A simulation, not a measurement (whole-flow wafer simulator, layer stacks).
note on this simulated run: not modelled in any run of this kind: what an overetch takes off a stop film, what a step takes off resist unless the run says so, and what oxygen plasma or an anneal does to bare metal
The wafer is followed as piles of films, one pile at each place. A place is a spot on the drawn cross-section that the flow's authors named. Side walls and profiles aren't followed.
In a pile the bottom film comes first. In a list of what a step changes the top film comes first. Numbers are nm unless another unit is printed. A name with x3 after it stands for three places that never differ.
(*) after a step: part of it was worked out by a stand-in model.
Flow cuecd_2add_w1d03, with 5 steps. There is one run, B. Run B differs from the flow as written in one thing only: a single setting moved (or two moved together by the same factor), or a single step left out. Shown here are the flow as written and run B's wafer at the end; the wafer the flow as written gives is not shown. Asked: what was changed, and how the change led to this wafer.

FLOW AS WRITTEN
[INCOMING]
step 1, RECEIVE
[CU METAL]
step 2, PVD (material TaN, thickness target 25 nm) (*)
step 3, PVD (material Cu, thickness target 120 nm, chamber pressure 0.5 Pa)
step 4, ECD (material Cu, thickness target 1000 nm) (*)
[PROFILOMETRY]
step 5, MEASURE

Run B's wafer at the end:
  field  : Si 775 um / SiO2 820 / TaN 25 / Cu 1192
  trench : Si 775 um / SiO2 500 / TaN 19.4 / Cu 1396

The reason: step 3, PVD: thickness target 192 nm was run, while the flow as written has thickness target 120 nm.

Step by step, how the change led to this:
  step 3, PVD (material Cu, thickness target 120 nm, chamber pressure 0.5 Pa)
      field: +192 Cu (new film) (it would be, as written: +120 Cu (new film))
      trench: +149.3 Cu (new film) (it would be, as written: +93.4 Cu (new film))
